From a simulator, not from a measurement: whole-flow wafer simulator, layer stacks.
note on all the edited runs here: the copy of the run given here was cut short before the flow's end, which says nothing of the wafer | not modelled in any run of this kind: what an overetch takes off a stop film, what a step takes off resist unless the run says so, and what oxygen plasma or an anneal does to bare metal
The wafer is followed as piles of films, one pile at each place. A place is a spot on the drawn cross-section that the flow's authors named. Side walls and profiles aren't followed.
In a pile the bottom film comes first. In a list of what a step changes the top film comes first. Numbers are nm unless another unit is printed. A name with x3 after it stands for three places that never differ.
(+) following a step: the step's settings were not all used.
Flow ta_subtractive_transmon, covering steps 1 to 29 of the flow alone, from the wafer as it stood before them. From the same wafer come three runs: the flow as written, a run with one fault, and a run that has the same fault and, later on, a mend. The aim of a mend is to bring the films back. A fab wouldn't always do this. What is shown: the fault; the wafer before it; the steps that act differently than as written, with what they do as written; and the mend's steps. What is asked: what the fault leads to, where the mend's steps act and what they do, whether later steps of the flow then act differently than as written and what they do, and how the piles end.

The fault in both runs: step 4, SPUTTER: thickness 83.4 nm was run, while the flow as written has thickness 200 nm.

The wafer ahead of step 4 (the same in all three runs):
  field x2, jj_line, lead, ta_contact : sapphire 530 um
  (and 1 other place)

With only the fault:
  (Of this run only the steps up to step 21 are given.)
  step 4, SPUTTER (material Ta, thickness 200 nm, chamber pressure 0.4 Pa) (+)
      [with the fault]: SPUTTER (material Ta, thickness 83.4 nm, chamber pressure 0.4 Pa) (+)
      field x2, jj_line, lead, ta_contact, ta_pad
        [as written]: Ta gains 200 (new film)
        [with the fault]: Ta gains 83.4 (new film)
  Later steps of the flow acting differently than as written:
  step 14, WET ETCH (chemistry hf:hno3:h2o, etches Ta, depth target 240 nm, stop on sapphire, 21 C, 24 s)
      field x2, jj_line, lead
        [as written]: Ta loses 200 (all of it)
        [with the fault]: Ta loses 83.4 (all of it)
  After step 21, at ta_contact, ta_pad, the piles differ from the flow's by more than 2% or 0.5 nm, whichever is larger.
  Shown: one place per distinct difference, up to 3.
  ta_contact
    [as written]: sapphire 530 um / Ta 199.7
    [with the fault]: sapphire 530 um / Ta 83.1

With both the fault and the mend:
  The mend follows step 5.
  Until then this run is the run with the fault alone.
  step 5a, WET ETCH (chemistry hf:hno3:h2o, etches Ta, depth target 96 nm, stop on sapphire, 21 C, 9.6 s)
      field x2, jj_line, lead, ta_contact, ta_pad
        Ta loses 83.4 (all of it)
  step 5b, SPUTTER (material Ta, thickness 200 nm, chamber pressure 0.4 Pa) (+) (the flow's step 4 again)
      field x2, jj_line, lead, ta_contact, ta_pad
        Ta gains 200 (new film)
  Later steps of the flow that are run all act as written at every place that is followed.
  By the end, the piles equal the flow's at every place that both follow.
